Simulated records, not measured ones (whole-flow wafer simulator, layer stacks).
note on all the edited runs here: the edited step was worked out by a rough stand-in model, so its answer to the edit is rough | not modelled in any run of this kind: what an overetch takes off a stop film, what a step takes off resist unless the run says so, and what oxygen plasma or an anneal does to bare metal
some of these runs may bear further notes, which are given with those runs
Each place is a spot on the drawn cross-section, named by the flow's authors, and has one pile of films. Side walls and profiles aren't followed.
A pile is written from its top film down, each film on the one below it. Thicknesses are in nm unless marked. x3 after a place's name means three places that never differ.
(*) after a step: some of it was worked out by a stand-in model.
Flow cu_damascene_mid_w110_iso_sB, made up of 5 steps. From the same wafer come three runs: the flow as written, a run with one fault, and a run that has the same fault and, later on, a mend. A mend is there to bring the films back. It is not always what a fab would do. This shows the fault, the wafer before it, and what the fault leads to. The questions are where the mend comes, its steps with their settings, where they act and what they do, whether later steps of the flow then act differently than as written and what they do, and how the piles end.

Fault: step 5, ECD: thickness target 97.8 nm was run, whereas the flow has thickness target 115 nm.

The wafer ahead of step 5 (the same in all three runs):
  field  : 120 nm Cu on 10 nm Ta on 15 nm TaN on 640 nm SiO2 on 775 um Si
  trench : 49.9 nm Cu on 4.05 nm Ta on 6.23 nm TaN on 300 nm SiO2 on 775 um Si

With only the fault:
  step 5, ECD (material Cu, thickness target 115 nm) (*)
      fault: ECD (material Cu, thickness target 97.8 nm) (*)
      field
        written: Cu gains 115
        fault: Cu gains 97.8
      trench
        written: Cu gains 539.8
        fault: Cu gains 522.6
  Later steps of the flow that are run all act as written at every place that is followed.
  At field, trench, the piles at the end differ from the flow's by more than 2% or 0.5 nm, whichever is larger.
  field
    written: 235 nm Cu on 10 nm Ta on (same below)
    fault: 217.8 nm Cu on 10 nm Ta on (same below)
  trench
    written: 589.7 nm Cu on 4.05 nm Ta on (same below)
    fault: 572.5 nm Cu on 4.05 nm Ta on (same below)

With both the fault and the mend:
  After step 5 comes the mend.
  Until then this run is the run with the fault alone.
  step 5a, ECD (material Cu, thickness target 17.2 nm) (the flow's step 5 again, with other settings)
      field, trench
        Cu gains 17.2
  Later steps of the flow that are run all act as written at every place that is followed.
  By the end, the piles equal the flow's at every place that both follow.
